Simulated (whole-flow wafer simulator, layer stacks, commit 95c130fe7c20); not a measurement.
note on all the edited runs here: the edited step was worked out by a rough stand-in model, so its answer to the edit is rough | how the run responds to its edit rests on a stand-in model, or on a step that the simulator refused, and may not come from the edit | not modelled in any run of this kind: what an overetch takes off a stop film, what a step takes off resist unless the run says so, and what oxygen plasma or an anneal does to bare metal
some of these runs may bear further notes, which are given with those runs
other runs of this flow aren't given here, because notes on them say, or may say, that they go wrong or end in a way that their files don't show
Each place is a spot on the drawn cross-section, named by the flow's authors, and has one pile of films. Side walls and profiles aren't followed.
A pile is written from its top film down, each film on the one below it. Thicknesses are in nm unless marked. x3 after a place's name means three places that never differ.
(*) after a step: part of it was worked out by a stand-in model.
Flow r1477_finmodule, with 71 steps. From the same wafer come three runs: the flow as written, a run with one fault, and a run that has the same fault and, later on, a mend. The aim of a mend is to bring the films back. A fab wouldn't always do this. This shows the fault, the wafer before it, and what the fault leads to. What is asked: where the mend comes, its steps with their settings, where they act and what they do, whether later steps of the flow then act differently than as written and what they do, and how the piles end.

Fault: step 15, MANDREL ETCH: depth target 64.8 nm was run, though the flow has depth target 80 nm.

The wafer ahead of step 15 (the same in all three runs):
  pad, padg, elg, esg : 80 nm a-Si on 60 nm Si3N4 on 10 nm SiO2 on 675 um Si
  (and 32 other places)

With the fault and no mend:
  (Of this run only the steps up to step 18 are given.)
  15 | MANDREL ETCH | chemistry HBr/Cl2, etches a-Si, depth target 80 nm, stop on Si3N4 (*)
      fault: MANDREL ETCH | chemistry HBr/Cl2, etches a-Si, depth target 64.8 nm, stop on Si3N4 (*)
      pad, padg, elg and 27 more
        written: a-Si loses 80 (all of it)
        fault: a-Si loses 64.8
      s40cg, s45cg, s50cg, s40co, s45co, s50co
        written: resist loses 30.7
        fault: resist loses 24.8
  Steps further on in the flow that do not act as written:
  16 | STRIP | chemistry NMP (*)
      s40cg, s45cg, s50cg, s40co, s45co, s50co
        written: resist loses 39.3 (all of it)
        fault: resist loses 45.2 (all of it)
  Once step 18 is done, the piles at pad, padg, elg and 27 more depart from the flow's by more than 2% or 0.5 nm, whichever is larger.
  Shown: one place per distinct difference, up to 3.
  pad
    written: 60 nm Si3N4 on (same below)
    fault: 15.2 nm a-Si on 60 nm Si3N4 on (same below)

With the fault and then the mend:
  The mend follows step 15.
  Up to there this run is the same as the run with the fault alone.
  15a | MANDREL ETCH | chemistry HBr/Cl2, etches a-Si, depth target 15.2 nm, stop on Si3N4 (*) (a further turn of the flow's step 15, with different settings)
      pad, padg, elg and 27 more
        a-Si loses 15.2 (all of it)
      s40cg, s45cg, s50cg, s40co, s45co, s50co
        resist loses 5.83
  Later steps of the flow that are run all act as written at every place that is followed.
  The piles end the same as the flow's at every place that both follow.
